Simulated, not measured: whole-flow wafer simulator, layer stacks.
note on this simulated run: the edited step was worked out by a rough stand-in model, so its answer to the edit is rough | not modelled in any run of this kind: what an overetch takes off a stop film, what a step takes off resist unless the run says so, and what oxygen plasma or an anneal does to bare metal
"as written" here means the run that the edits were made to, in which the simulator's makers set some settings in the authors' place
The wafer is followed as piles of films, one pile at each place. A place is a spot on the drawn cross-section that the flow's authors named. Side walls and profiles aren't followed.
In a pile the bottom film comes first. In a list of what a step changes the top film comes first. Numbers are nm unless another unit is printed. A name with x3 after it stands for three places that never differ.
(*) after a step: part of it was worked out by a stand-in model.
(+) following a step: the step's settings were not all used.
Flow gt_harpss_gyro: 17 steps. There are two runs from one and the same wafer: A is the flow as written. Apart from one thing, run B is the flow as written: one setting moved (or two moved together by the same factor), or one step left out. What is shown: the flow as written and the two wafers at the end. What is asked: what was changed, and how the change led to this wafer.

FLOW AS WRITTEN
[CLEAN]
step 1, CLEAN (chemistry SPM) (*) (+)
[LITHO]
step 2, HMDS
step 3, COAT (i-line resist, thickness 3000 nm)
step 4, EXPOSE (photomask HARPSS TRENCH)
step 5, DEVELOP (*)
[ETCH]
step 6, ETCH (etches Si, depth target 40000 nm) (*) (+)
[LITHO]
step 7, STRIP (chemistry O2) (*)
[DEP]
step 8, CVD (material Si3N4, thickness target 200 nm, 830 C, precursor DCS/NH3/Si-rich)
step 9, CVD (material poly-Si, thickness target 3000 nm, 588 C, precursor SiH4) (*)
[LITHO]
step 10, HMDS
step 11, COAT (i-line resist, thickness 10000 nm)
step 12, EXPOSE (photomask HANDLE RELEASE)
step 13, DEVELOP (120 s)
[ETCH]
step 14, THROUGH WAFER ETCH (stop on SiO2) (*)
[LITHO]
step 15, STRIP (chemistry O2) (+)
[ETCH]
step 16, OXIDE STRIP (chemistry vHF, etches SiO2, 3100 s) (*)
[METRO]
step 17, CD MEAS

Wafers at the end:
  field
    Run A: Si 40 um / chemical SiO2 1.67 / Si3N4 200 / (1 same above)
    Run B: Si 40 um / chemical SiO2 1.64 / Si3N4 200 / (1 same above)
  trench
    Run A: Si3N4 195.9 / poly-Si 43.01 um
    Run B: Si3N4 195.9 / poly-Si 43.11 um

What caused this: step 6, ETCH: depth target 56000 nm was run, though the flow has depth target 40000 nm.

How this came from the change, step by step:
  step 6, ETCH (etches Si, depth target 40000 nm) (*) (+)
      trench: A -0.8 chemical SiO2 (all of it), -40 um Si (all of it) | B -0.8 chemical SiO2 (all of it), -40 um Si (all of it), -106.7 SiO2
      field: A -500 i-line resist | B -700 i-line resist
  step 7, STRIP (chemistry O2) (*)
      field: A -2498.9 i-line resist (all of it), +0.87 chemical SiO2, -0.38 Si | B -2298.9 i-line resist (all of it), +0.84 chemical SiO2, -0.37 Si
  step 9, CVD (material poly-Si, thickness target 3000 nm, 588 C, precursor SiH4) (*)
      trench: A +43.01 um poly-Si (new film) | B +43.11 um poly-Si (new film)
  step 16, OXIDE STRIP (chemistry vHF, etches SiO2, 3100 s) (*)
      trench: A under 2 films: -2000 SiO2 (all of it) | B under 2 films: -1893.3 SiO2 (all of it)
